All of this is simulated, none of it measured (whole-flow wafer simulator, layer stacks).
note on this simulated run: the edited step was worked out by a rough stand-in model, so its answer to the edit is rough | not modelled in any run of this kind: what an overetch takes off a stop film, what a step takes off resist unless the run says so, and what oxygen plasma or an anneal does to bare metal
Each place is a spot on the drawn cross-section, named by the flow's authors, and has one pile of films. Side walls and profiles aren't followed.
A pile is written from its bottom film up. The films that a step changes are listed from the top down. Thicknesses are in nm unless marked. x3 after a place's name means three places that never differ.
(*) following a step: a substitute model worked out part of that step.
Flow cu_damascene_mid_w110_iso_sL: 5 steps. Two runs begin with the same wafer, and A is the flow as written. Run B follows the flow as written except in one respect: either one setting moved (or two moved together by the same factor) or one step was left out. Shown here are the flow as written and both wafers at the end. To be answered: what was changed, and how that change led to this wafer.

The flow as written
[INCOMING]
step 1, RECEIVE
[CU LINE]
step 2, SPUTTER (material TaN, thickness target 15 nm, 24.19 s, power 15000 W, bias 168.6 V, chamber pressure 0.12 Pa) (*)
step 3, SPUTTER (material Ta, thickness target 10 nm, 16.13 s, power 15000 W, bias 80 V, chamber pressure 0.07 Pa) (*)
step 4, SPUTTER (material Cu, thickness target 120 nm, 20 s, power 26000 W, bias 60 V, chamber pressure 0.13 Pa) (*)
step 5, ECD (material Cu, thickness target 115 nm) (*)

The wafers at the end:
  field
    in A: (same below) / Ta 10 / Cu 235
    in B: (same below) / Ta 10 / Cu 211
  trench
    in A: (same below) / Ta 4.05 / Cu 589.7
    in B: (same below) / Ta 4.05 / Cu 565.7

Cause: step 4, SPUTTER: thickness target 96 nm was run, while the flow as written has thickness target 120 nm.

The path from the change to this, step by step:
  step 4, SPUTTER (material Cu, thickness target 120 nm, 20 s, power 26000 W, bias 60 V, chamber pressure 0.13 Pa) (*)
      field: A Cu gains 120 (new film) | B Cu gains 96 (new film)
      trench: A Cu gains 49.9 (new film) | B Cu gains 39.9 (new film)
  step 5, ECD (material Cu, thickness target 115 nm) (*)
      trench: A Cu gains 539.8 | B Cu gains 525.8
